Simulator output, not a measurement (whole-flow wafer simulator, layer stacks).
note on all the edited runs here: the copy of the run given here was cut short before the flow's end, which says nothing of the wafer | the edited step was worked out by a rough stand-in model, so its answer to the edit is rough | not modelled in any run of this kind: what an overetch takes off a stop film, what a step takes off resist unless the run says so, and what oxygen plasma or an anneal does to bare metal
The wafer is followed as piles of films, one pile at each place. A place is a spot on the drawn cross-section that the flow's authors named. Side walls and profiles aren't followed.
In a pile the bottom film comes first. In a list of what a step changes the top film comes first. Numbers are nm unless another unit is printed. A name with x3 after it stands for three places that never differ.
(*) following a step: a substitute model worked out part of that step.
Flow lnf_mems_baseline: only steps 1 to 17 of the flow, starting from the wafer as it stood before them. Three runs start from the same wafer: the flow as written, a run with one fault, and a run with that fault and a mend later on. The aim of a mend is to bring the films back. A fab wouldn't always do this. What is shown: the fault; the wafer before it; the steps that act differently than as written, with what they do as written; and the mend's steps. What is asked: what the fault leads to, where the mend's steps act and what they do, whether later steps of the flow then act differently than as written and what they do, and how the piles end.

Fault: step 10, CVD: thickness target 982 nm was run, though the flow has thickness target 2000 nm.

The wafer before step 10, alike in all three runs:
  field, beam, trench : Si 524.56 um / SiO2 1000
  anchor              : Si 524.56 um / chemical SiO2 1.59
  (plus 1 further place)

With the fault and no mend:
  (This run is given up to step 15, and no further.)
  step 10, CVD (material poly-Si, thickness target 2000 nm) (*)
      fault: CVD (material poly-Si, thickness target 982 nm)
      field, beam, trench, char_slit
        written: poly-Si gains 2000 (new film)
        fault: poly-Si gains 982 (new film)
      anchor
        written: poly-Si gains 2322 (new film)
        fault: poly-Si gains 982 (new film)
  Steps further on in the flow that do not act as written (1 other step is not shown; it differs only slightly, by no more than 2% or 0.5 nm, whichever is larger):
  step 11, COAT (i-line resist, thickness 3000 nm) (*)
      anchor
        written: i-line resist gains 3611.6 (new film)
        fault: i-line resist gains 3903.9 (new film)
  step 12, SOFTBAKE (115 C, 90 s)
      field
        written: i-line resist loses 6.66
        fault: i-line resist loses 9.67
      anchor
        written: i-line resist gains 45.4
        fault: i-line resist gains 65.9
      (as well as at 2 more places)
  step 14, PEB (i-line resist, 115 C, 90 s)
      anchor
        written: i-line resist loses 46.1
        fault: i-line resist loses 51.8
  The piles after step 15 differ from the flow's at field, anchor, beam, trench, char_slit by more than 2% or 0.5 nm, whichever is larger.
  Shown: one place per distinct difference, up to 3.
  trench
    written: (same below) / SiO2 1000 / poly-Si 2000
    fault: (same below) / SiO2 1000 / poly-Si 982
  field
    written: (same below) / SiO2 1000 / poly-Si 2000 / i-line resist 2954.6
    fault: (same below) / SiO2 1000 / poly-Si 982 / i-line resist 2949.8
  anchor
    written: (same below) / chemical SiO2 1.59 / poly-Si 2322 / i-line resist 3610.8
    fault: (same below) / chemical SiO2 1.59 / poly-Si 982 / i-line resist 3917.9

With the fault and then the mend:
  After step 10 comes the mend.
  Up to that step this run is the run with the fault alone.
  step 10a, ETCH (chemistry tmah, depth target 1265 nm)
      field, anchor, beam, trench, char_slit
        poly-Si loses 982 (all of it)
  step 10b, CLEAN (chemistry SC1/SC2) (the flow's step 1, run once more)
      does not change any film at any place that is followed
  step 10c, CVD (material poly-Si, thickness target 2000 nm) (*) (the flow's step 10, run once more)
      field, beam, trench, char_slit
        poly-Si gains 2000 (new film)
      anchor
        poly-Si gains 2322 (new film)
  None of the later steps of the flow acts differently than as written at any place that is followed.
  The piles end the same as the flow's at every place that both follow.
